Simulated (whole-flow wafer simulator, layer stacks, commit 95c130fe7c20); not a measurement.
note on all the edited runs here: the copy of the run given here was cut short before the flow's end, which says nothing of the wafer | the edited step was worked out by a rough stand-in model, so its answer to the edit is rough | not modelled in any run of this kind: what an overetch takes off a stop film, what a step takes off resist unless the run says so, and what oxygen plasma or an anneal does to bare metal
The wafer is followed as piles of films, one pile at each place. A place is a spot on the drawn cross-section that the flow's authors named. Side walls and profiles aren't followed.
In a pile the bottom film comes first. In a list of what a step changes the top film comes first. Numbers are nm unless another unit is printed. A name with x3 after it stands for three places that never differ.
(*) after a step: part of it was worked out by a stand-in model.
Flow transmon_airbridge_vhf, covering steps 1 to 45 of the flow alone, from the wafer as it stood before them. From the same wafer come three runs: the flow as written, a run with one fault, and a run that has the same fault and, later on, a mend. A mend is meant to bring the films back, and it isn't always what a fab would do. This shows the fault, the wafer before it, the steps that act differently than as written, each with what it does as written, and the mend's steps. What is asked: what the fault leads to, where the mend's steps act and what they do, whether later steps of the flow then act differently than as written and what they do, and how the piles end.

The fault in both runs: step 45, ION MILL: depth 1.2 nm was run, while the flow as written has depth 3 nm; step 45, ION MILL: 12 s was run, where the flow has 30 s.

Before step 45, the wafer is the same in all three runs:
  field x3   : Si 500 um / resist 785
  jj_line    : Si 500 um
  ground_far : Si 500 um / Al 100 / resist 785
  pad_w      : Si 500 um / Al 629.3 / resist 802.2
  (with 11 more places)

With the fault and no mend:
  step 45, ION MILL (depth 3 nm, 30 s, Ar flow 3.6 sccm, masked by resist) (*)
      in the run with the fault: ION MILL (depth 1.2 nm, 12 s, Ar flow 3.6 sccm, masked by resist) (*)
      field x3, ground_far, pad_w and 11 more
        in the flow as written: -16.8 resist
        in the run with the fault: -6.71 resist
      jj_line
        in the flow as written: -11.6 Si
        in the run with the fault: -4.65 Si
  Later steps of the flow that are run all act as written at every place that is followed.
  The piles end different from the flow's at flank_w, flank_e by more than 2% or 0.5 nm, whichever is larger.
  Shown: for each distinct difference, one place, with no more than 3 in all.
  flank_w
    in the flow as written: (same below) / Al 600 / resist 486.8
    in the run with the fault: (same below) / Al 600 / resist 496.9

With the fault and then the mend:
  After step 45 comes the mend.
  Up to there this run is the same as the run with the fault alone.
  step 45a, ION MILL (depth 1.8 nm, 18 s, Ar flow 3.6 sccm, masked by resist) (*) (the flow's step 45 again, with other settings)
      field x3, ground_far, pad_w and 11 more
        -10.1 resist
      jj_line
        -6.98 Si
  Later steps of the flow that are run all act as written at every place that is followed.
  At every place that both follow, the piles at the end match the flow's.
